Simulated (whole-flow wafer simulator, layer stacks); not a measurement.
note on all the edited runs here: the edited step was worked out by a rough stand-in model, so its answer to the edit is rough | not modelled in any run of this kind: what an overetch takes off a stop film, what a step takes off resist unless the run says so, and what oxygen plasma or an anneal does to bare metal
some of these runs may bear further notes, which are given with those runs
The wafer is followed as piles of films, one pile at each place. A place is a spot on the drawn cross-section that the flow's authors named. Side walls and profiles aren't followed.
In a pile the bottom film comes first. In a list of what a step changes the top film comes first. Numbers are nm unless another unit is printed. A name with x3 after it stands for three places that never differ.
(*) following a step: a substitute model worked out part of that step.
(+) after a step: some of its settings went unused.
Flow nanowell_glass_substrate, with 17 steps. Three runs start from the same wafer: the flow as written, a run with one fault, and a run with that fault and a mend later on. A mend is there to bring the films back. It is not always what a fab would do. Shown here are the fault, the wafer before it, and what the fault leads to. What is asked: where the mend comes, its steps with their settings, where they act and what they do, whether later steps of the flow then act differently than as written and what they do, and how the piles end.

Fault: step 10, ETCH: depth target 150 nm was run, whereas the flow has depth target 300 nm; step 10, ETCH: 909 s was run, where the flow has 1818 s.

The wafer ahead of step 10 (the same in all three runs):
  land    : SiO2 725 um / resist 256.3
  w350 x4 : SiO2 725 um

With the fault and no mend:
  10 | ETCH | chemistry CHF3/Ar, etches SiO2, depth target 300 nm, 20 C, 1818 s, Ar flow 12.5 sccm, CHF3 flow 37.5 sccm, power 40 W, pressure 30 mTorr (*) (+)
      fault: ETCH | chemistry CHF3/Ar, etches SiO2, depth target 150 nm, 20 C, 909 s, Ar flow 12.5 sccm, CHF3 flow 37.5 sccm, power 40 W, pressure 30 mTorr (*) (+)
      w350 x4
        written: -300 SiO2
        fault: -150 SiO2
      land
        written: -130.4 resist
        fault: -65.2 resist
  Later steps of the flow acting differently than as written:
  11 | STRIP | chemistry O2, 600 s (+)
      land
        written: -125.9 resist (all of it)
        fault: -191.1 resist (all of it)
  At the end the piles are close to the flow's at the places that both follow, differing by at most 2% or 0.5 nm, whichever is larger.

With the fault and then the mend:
  The mend follows step 10.
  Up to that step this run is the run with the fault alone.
  10a | ETCH | chemistry CHF3/Ar, etches SiO2, depth target 150 nm, 20 C, 909 s, Ar flow 12.5 sccm, CHF3 flow 37.5 sccm, power 40 W, pressure 30 mTorr (*) (+) (the flow's step 10 again, with other settings)
      w350 x4
        -150 SiO2
      land
        -65.2 resist
  None of the later steps of the flow acts differently than as written at any place that is followed.
  By the end, the piles equal the flow's at every place that both follow.
